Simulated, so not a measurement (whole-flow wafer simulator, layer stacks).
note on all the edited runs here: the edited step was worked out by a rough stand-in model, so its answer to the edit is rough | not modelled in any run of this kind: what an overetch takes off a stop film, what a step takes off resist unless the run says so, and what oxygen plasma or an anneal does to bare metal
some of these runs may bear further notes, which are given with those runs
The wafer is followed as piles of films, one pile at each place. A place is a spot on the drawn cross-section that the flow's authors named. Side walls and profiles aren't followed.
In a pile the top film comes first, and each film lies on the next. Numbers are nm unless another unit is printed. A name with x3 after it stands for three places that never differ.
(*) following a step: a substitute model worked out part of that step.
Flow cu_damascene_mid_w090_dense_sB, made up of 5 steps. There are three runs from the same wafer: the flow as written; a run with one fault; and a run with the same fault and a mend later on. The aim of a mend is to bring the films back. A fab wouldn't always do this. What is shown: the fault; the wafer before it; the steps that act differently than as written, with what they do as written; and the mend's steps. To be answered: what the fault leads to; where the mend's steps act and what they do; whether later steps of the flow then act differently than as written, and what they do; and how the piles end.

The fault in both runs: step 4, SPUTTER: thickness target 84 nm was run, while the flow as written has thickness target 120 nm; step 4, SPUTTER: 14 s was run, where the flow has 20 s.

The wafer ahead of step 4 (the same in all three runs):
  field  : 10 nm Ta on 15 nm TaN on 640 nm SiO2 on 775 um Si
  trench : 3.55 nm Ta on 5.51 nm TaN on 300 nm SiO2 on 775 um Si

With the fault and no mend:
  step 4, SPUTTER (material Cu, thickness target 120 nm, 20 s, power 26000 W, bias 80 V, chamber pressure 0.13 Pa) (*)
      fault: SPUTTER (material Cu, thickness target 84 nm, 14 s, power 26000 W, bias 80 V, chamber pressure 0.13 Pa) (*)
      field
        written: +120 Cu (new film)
        fault: +84 Cu (new film)
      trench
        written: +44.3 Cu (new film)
        fault: +31 Cu (new film)
  Later steps of the flow acting differently than as written:
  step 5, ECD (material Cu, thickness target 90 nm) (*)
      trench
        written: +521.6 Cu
        fault: +498.9 Cu
  The piles end different from the flow's at field, trench by more than 2% or 0.5 nm, whichever is larger.
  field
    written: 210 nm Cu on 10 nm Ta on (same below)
    fault: 174 nm Cu on 10 nm Ta on (same below)
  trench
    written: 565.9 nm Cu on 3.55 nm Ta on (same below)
    fault: 529.9 nm Cu on 3.55 nm Ta on (same below)

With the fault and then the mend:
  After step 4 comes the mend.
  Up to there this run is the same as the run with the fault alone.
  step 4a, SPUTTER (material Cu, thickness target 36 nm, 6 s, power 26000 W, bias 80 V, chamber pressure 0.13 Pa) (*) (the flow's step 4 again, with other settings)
      field
        +36 Cu
      trench
        +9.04 Cu
  Later steps of the flow that are run all act as written at every place that is followed, up to a difference of at most 2% or 0.5 nm, whichever is larger.
  By the end, the piles equal the flow's at every place that both follow.
